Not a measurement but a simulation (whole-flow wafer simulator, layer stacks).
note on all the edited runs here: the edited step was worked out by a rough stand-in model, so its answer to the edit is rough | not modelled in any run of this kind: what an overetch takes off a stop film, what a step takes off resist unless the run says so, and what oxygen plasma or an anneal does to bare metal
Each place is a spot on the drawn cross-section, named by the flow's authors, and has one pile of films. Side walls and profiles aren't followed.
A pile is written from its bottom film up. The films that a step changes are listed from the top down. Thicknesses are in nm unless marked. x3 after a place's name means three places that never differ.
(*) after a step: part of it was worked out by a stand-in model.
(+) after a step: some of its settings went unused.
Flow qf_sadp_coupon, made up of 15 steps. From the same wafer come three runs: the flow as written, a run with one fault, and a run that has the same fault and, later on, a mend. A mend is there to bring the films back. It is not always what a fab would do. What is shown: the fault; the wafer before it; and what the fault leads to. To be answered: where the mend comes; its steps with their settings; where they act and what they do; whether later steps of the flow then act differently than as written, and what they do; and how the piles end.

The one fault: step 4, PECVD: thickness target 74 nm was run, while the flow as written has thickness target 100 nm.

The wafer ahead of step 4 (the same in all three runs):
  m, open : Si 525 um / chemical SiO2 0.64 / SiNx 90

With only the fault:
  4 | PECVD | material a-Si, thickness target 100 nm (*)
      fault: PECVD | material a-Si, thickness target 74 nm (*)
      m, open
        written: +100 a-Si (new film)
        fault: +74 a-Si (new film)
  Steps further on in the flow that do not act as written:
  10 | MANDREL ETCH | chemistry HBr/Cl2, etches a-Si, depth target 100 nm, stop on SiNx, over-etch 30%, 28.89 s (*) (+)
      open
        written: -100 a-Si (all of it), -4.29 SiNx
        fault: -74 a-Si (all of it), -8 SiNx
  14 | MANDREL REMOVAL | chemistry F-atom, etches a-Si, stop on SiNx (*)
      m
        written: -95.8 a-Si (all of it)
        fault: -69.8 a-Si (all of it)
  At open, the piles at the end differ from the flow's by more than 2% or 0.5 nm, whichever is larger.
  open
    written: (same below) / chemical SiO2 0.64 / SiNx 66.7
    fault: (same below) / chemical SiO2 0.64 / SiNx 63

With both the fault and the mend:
  After step 4 comes the mend.
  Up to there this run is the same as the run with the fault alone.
  4a | ETCH | chemistry tmah, depth target 85.1 nm
      m, open
        -74 a-Si (all of it)
  4b | PECVD | material a-Si, thickness target 100 nm (*) (the flow's step 4, run once more)
      m, open
        +100 a-Si (new film)
  Later steps of the flow that are run all act as written at every place that is followed.
  The piles end the same as the flow's at every place that both follow.
